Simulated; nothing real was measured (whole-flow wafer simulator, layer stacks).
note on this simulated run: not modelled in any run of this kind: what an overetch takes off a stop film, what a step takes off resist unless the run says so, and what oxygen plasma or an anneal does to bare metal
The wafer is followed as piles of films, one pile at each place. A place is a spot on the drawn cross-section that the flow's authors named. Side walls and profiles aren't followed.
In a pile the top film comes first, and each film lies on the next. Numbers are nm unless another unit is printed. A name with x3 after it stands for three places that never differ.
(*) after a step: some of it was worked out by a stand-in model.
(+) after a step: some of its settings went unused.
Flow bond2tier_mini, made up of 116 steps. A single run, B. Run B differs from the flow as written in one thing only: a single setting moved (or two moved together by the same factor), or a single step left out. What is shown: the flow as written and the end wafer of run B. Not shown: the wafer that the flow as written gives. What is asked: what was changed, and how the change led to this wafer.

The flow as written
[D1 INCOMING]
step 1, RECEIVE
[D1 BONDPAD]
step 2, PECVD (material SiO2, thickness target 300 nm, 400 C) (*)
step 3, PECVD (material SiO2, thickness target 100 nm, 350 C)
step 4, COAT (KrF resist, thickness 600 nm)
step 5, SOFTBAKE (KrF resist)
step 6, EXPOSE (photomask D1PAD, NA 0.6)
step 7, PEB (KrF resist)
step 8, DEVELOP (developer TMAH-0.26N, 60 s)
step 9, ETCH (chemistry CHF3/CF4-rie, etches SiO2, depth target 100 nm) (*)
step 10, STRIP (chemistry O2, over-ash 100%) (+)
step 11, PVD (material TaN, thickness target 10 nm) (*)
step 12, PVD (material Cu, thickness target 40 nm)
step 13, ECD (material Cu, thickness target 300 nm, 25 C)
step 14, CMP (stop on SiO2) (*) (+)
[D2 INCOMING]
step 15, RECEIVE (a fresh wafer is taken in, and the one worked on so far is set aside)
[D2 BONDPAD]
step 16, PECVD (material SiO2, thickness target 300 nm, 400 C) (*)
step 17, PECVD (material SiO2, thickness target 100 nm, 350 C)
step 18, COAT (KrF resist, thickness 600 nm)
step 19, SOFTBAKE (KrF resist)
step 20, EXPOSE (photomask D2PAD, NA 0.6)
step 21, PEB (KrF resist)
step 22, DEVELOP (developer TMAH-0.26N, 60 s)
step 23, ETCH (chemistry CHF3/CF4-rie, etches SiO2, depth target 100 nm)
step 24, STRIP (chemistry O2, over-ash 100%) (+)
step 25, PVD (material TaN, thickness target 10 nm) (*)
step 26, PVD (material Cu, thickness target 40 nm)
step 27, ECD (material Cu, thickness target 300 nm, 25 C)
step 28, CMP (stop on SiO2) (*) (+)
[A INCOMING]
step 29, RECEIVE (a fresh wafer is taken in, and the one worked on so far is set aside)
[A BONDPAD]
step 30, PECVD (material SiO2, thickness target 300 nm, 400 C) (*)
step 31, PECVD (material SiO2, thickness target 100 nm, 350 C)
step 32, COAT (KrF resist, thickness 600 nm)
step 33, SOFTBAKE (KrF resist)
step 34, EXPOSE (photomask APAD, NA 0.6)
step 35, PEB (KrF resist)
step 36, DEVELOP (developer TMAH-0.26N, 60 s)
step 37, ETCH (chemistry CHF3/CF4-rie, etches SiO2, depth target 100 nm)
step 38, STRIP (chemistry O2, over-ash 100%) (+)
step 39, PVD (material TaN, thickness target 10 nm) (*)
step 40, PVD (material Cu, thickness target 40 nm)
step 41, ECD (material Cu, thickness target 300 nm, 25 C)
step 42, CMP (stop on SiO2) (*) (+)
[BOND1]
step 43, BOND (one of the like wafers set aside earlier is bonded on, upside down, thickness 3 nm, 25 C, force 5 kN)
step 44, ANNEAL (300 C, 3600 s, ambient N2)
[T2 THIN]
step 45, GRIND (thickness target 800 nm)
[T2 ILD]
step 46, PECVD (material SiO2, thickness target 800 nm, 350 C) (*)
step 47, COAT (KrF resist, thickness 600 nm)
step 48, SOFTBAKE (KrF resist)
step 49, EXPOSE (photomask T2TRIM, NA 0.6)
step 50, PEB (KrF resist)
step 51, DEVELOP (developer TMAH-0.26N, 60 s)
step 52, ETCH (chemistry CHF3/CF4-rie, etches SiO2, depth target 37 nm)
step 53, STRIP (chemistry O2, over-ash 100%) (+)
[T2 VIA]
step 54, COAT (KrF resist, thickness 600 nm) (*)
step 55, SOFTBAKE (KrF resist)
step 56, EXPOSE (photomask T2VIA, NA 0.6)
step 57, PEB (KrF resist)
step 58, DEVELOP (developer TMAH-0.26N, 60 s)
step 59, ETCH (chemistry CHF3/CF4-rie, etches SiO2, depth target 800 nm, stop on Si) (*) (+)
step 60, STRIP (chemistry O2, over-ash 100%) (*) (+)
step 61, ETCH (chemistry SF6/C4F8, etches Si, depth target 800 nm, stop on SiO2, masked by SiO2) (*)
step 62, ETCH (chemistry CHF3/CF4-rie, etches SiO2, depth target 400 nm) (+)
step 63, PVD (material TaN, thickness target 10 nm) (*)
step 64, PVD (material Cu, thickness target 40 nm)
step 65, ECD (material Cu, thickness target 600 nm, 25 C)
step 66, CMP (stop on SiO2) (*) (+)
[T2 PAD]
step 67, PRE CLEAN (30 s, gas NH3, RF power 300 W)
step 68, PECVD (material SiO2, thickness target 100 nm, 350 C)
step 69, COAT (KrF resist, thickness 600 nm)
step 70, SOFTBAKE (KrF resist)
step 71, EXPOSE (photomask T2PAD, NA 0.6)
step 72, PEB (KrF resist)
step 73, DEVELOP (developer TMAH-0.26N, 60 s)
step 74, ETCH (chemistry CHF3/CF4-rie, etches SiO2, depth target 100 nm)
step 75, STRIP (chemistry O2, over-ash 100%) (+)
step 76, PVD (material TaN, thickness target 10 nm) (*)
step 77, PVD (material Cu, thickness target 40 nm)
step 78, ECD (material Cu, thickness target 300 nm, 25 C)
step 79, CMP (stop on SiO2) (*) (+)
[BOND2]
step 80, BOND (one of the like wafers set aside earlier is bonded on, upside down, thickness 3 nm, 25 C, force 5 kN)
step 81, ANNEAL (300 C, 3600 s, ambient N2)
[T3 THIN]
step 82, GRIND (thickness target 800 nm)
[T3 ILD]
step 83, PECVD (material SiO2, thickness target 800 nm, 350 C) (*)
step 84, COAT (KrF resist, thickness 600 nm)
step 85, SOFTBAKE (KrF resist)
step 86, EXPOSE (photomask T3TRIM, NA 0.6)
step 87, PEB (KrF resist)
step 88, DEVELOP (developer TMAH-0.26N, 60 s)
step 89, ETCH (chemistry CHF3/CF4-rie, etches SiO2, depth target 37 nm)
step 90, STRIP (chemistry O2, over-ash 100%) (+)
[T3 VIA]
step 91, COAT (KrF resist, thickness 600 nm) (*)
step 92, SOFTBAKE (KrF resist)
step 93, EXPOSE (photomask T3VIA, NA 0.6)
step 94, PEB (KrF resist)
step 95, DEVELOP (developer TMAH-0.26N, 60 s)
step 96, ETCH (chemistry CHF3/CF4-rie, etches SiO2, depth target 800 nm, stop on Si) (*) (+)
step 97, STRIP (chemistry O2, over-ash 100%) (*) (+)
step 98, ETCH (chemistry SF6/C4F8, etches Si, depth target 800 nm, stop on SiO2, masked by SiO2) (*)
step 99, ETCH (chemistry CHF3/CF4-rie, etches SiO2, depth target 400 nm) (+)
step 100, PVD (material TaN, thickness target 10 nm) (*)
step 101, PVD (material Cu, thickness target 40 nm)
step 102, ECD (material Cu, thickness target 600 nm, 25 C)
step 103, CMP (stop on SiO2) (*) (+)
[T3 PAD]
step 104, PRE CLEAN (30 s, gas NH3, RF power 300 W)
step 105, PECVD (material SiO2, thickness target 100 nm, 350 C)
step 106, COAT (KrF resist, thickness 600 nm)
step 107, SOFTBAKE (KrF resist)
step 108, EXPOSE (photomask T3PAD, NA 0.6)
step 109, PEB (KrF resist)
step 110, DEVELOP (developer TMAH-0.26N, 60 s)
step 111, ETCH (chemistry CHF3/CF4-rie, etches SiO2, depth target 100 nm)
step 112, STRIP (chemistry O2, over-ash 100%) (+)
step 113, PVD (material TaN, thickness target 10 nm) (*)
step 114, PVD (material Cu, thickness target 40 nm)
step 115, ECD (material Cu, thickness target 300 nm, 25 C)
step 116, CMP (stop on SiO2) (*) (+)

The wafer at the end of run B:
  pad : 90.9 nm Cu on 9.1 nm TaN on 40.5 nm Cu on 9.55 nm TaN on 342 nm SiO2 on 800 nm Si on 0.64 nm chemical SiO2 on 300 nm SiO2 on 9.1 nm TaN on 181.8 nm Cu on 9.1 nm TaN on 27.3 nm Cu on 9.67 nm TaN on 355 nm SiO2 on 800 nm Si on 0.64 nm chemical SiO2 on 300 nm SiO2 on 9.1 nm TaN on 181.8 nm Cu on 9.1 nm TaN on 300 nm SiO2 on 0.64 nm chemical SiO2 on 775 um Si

What caused this: step 89, ETCH: depth target 50 nm was run, while the flow as written has depth target 37 nm.

Step by step, how the change led to this:
  step 89, ETCH (chemistry CHF3/CF4-rie, etches SiO2, depth target 37 nm)
      field: -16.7 KrF resist (in the flow as written it would be: -12.3 KrF resist)
      pad: -50 SiO2 (in the flow as written it would be: -37 SiO2)
  step 102, ECD (material Cu, thickness target 600 nm, 25 C)
      pad: +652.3 Cu (in the flow as written it would be: +638.7 Cu)
